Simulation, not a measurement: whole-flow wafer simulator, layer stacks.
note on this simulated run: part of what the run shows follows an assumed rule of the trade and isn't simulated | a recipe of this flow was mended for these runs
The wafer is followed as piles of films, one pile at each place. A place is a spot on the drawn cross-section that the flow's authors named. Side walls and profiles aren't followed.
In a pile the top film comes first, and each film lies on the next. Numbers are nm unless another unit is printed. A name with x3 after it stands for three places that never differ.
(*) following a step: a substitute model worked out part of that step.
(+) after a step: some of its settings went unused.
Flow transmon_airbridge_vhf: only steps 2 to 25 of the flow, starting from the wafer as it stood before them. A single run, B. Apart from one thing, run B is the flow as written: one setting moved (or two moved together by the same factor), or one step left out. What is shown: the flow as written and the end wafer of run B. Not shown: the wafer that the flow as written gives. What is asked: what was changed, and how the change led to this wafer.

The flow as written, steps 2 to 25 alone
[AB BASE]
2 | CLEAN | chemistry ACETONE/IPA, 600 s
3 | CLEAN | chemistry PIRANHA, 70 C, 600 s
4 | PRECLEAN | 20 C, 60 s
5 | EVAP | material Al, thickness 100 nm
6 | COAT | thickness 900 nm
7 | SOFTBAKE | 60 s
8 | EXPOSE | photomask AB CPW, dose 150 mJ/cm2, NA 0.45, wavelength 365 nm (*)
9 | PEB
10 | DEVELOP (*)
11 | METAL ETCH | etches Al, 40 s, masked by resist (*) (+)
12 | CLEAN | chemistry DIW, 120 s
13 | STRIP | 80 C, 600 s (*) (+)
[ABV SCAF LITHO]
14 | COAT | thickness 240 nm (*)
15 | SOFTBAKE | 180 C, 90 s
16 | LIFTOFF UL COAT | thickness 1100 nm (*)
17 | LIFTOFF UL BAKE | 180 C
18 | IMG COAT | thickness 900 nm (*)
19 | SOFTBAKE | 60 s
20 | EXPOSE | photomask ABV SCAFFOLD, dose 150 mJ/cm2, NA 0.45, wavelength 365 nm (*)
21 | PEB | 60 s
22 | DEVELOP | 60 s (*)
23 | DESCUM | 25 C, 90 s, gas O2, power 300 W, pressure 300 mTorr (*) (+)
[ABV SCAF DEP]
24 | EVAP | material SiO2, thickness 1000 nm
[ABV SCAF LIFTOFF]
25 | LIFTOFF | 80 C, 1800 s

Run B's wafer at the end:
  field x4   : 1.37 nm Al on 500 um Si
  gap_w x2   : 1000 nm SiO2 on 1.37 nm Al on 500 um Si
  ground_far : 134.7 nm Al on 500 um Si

What caused this: step 5, EVAP: thickness 134.7 nm was run, whereas the flow has thickness 100 nm.
The wafer itself shows it: ground_far has Al 134.7, and step 5 as written asks for 100 nm.

How this came from the change, step by step:
  5 | EVAP | material Al, thickness 100 nm
      field x4, ground_far, pad_w x2, flank_w x2, gap_w x2, cpw_trace, trace_open_s x2, margin_s x3: Al gains 134.7 (new film) (in the flow as written it would be: Al gains 100 (new film))
  11 | METAL ETCH | etches Al, 40 s, masked by resist (*) (+)
      field x4, gap_w x2: Al loses 120 (in the flow as written it would be: Al loses 86.7 (all of it), Si loses 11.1)
Taking metal films that touch as one body, field x4 has 1 body; the flow as written gives 0 bodies.
Taking metal films that touch as one body, gap_w x2 has 1 body; the flow as written gives 0 bodies.
